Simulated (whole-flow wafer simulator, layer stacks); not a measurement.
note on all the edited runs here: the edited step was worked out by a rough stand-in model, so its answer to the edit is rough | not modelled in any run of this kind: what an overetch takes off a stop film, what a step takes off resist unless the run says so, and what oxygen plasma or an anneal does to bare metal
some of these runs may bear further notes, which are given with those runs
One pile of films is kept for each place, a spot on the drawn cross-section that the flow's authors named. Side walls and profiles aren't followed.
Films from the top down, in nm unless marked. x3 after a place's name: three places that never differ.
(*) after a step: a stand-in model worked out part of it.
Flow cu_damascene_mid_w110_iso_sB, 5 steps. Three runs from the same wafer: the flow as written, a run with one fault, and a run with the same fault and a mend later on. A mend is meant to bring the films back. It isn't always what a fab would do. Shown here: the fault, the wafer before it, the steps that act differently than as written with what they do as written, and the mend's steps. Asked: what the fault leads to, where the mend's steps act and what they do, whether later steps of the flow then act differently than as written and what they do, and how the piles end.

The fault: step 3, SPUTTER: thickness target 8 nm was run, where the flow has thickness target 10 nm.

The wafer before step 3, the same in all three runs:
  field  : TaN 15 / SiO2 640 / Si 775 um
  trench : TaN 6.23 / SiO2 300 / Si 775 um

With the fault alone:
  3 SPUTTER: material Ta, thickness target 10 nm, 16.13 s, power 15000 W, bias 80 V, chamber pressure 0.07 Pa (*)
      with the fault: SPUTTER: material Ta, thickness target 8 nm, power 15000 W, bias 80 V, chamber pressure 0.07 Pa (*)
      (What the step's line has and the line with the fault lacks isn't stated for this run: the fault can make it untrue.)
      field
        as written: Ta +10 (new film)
        with the fault: Ta +8 (new film)
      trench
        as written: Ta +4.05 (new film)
        with the fault: Ta +3.24 (new film)
  No later step of the flow acts differently than as written, at any place that is followed, by more than 2% or 0.5 nm, whichever is larger.
  At the end the piles differ from the flow's by more than 2% or 0.5 nm, whichever is larger, at field, trench.
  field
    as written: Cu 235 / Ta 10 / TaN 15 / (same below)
    with the fault: Cu 235 / Ta 8 / TaN 15 / (same below)
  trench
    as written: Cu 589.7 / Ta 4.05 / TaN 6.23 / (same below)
    with the fault: Cu 588.5 / Ta 3.24 / TaN 6.23 / (same below)

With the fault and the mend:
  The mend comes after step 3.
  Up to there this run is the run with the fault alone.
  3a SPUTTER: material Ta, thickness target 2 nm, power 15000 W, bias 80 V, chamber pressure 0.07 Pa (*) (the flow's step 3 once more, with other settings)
      field
        Ta +2
      trench
        Ta +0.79
  No later step of the flow acts differently than as written at any place that is followed.
  At the end the piles differ from the flow's only slightly at the places that both follow, by at most 2% or 0.5 nm, whichever is larger.
